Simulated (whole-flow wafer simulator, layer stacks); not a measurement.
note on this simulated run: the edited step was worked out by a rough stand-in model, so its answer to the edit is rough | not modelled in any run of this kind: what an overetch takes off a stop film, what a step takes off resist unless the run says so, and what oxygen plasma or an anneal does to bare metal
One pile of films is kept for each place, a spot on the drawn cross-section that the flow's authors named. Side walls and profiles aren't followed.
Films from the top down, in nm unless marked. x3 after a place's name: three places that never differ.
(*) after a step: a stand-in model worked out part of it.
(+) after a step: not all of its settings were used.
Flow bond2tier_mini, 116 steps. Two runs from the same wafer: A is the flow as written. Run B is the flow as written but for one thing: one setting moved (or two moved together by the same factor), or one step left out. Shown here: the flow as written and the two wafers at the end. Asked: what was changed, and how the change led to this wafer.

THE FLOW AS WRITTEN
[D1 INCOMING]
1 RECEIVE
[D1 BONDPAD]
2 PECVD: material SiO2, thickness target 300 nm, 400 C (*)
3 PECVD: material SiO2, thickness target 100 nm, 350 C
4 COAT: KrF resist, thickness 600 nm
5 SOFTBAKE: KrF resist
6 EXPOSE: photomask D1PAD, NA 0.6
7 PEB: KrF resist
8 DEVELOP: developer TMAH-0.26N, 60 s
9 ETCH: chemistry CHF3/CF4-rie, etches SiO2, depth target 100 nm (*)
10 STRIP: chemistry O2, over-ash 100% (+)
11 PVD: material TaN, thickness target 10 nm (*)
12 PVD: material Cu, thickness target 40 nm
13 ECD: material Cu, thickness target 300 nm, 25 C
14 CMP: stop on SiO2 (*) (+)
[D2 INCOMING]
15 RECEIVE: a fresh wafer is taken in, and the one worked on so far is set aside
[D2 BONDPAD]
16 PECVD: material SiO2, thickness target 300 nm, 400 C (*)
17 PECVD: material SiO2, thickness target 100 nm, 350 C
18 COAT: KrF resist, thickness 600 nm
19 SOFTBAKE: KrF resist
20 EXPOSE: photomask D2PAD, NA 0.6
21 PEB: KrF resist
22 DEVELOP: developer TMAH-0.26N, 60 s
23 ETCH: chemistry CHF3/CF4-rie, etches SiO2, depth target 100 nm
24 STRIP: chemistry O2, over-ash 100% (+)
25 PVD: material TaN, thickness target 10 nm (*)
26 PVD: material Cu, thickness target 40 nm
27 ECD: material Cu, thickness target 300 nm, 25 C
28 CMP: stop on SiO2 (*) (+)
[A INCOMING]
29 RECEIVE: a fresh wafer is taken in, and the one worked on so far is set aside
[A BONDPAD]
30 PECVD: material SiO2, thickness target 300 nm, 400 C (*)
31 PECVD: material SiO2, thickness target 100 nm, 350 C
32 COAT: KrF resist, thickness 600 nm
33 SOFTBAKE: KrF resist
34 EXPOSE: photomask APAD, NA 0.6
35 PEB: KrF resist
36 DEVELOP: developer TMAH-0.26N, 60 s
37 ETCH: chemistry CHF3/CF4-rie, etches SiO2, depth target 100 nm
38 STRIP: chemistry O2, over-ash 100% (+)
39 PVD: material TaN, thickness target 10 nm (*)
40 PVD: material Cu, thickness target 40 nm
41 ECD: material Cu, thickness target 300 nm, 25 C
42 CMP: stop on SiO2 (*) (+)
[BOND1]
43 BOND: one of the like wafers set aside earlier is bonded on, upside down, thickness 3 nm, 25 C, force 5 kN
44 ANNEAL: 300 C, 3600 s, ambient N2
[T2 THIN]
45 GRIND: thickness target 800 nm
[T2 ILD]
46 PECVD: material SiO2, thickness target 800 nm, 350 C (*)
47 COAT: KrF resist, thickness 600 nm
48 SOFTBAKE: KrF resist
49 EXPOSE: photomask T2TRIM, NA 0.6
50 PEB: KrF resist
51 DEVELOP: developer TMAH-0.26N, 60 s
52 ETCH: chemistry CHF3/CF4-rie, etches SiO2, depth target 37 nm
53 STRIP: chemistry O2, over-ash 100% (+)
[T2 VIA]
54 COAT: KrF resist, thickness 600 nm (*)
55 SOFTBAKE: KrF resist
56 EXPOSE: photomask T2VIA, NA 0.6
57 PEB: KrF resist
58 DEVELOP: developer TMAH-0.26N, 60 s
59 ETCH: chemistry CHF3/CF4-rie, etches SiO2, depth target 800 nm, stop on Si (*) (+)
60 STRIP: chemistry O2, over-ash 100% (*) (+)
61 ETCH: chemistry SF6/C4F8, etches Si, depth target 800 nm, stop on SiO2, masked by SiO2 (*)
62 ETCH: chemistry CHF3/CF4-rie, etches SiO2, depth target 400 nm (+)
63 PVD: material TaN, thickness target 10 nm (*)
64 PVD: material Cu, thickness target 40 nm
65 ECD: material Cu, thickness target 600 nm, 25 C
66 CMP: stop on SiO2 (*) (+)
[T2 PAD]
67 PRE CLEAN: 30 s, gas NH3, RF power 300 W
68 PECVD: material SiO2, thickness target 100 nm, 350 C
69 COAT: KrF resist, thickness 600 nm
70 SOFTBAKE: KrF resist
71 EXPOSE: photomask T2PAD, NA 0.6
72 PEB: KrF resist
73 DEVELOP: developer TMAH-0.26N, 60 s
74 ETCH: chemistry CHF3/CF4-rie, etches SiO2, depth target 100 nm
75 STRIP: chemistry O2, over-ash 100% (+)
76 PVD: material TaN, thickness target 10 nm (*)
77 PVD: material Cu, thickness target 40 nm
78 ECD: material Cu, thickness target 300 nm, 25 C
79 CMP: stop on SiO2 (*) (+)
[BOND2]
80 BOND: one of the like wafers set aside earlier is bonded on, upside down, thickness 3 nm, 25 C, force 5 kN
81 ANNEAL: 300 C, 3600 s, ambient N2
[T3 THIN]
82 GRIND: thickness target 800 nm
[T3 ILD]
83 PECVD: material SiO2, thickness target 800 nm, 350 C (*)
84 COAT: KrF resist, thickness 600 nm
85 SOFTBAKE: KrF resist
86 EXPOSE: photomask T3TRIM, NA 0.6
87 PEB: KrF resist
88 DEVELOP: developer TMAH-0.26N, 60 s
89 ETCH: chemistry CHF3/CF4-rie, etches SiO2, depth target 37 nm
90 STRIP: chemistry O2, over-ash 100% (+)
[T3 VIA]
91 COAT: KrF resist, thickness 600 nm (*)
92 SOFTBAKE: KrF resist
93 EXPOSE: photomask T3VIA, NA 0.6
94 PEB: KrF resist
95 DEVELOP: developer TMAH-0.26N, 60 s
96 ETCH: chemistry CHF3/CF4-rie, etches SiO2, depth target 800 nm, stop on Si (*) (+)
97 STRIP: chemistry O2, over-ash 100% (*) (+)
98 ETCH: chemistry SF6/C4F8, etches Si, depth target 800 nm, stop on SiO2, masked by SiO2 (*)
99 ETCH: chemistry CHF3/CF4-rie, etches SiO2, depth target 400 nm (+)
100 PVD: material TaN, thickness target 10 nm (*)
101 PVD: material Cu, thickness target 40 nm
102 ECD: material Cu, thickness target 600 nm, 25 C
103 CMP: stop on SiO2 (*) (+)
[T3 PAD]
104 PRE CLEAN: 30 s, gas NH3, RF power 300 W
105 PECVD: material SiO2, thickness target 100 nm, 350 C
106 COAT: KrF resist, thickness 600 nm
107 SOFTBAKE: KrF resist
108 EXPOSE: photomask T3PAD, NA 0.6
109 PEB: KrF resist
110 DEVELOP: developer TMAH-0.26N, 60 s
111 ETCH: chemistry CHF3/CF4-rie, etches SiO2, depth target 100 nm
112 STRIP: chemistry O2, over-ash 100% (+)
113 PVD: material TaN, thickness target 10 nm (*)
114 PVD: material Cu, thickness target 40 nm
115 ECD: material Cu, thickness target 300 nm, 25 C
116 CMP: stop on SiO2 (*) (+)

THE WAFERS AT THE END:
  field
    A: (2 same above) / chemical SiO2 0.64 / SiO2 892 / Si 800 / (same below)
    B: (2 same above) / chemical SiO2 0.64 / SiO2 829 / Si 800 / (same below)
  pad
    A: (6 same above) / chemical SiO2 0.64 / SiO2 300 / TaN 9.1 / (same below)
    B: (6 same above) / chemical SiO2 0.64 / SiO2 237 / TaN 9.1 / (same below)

The cause: step 16, PECVD: thickness target 237 nm was run, where the flow has thickness target 300 nm.
It can be read off the wafer: pad has SiO2 237, and step 16 as written asks for 300 nm.

How the change led to this, step by step:
  16 PECVD: material SiO2, thickness target 300 nm, 400 C (*)
      field, pad, via: A SiO2 +300 (new film) | B SiO2 +237 (new film)
  80 BOND: one of the like wafers set aside earlier is bonded on, upside down, thickness 3 nm, 25 C, force 5 kN
      field: A Si +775 um (new film), chemical SiO2 +0.64 (new film), SiO2 +400 | B Si +775 um (new film), chemical SiO2 +0.64 (new film), SiO2 +337
      pad: A Si +775 um (new film), chemical SiO2 +0.64 (new film), SiO2 +300 (new film), TaN +9.1 (new film), Cu +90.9 | B Si +775 um (new film), chemical SiO2 +0.64 (new film), SiO2 +237 (new film), TaN +9.1 (new film), Cu +90.9
